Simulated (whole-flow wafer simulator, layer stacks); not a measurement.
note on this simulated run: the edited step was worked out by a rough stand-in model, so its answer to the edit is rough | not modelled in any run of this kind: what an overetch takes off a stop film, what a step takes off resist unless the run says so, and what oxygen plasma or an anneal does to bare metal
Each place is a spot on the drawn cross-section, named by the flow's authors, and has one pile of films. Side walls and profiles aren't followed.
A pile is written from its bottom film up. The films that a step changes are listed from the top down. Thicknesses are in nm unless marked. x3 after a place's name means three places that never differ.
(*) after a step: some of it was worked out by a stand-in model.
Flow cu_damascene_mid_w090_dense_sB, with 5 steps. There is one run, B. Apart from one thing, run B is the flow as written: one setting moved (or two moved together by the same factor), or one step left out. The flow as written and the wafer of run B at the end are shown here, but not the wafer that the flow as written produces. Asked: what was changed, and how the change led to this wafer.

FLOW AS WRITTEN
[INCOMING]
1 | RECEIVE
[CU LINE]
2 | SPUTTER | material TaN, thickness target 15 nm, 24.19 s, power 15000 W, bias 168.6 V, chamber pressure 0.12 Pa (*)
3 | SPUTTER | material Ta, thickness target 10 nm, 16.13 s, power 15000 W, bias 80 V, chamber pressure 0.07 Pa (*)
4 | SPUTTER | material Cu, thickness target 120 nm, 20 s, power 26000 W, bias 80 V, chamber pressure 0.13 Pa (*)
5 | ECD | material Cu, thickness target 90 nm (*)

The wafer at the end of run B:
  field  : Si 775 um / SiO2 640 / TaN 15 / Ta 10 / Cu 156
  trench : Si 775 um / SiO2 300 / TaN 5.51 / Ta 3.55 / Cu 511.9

What caused this: step 5, ECD: thickness target 36 nm was run, though the flow has thickness target 90 nm.

The path from the change to this, step by step:
  5 | ECD | material Cu, thickness target 90 nm (*)
      field: Cu gains 36 (it would be, as written: Cu gains 90)
      trench: Cu gains 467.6 (it would be, as written: Cu gains 521.6)
